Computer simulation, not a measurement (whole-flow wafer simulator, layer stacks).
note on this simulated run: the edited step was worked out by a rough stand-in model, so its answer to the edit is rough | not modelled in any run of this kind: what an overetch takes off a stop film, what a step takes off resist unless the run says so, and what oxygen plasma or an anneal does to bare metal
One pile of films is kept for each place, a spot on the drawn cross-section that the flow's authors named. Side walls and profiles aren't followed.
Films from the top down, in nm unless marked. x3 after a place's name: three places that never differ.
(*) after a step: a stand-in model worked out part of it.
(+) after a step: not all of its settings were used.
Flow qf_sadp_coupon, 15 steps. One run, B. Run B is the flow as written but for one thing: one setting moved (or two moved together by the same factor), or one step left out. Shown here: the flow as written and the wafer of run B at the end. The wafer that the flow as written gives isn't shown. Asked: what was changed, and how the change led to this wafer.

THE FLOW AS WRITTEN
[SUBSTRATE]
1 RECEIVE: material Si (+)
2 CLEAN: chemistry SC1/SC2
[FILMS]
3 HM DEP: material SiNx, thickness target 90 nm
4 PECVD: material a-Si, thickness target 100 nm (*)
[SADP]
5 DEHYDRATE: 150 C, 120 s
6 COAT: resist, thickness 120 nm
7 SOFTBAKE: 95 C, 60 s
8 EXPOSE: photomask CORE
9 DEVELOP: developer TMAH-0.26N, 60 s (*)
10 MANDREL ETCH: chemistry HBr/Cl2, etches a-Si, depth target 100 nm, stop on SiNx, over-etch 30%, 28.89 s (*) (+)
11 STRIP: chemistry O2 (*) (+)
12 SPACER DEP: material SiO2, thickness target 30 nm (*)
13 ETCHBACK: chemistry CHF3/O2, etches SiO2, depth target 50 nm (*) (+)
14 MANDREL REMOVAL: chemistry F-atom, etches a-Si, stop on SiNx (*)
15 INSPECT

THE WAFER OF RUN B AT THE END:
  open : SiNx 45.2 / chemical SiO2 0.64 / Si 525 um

The cause: step 13, ETCHBACK: depth target 72.5 nm was run, where the flow has depth target 50 nm.

How the change led to this, step by step:
  13 ETCHBACK: chemistry CHF3/O2, etches SiO2, depth target 50 nm (*) (+)
      m: SiO2 -30 (all of it), chemical SiO2 -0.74 (all of it), a-Si -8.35 (as written it would be: SiO2 -30 (all of it), chemical SiO2 -0.74 (all of it), a-Si -3.85)
      open: SiO2 -30 (all of it), SiNx -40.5 (as written it would be: SiO2 -30 (all of it), SiNx -19)
  14 MANDREL REMOVAL: chemistry F-atom, etches a-Si, stop on SiNx (*)
      m: a-Si -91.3 (all of it) (as written it would be: a-Si -95.8 (all of it))
